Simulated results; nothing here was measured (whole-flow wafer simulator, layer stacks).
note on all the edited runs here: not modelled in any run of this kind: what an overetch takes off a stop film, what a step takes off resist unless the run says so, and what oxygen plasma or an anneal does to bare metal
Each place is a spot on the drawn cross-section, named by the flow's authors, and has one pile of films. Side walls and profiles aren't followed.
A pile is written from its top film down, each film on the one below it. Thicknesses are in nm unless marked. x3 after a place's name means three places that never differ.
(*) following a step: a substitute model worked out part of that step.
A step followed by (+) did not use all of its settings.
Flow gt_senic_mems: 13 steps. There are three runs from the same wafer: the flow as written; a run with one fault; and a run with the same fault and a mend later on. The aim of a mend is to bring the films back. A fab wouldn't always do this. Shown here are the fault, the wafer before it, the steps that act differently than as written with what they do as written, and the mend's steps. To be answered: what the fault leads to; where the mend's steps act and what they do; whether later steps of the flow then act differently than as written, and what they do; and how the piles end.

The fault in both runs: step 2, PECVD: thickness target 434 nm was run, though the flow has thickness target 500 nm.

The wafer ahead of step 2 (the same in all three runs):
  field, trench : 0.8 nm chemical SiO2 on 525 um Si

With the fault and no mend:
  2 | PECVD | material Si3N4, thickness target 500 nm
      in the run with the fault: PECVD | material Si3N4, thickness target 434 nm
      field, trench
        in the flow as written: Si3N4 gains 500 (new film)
        in the run with the fault: Si3N4 gains 434 (new film)
  Steps further on in the flow that do not act as written (not shown: 1 more step that differs only slightly, by at most 2% or 0.5 nm, whichever is larger):
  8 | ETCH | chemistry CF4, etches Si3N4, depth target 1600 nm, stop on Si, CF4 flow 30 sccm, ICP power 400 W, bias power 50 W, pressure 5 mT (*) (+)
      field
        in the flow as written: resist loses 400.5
        in the run with the fault: resist loses 356.5
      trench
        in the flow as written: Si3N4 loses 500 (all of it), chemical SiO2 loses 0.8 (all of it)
        in the run with the fault: Si3N4 loses 434 (all of it), chemical SiO2 loses 0.8 (all of it)
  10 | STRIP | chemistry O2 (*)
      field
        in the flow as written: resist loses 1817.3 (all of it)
        in the run with the fault: resist loses 1861.3 (all of it)
  At field, the piles at the end differ from the flow's by more than 2% or 0.5 nm, whichever is larger.
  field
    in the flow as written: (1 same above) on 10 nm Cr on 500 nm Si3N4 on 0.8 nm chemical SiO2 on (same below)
    in the run with the fault: (1 same above) on 10 nm Cr on 434 nm Si3N4 on 0.8 nm chemical SiO2 on (same below)

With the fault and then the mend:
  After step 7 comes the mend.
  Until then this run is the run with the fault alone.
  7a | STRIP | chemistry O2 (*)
      field
        resist loses 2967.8 (all of it)
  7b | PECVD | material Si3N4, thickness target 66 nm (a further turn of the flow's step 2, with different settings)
      field, trench
        Si3N4 gains 66
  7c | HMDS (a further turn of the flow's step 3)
      leaves every film unchanged at each place that is followed
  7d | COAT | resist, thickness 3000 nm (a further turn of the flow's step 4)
      field, trench
        resist gains 3000 (new film)
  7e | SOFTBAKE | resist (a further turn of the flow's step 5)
      leaves every film unchanged at each place that is followed
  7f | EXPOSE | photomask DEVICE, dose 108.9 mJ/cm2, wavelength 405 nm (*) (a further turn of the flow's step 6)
      leaves every film unchanged at each place that is followed
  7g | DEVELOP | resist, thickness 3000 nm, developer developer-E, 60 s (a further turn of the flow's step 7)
      field
        resist loses 32.2
      trench
        resist loses 3000 (all of it)
  Later steps of the flow that are run all act as written at every place that is followed.
  The piles end the same as the flow's at every place that both follow.
